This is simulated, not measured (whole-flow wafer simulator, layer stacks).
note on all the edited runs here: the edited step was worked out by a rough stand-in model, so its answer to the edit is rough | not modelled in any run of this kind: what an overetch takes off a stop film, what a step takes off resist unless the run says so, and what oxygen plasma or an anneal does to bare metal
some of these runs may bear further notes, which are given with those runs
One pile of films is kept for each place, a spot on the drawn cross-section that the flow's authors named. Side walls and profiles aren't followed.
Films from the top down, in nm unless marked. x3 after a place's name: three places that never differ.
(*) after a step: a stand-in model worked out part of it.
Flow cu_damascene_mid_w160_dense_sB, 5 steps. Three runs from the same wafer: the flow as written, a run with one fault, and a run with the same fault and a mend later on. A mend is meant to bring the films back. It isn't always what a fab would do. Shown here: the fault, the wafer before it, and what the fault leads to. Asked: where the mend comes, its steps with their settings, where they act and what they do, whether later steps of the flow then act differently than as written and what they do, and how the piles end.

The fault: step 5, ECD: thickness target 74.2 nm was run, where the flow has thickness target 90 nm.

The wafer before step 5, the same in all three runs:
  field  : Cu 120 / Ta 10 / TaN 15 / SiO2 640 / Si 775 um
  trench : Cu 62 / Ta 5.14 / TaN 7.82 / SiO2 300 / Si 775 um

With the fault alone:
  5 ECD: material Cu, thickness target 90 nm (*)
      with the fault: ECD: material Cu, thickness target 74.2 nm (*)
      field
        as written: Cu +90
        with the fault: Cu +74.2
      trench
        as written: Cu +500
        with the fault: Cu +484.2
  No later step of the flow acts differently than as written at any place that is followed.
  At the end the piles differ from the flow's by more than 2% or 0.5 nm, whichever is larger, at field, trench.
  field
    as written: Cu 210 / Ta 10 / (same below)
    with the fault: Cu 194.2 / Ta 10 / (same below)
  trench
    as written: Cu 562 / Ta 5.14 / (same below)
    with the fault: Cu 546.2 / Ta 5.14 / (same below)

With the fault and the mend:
  The mend comes after step 5.
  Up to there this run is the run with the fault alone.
  5a ECD: material Cu, thickness target 15.8 nm (the flow's step 5 once more, with other settings)
      field, trench
        Cu +15.8
  No later step of the flow acts differently than as written at any place that is followed.
  At the end the piles are the same as the flow's at every place that both follow.
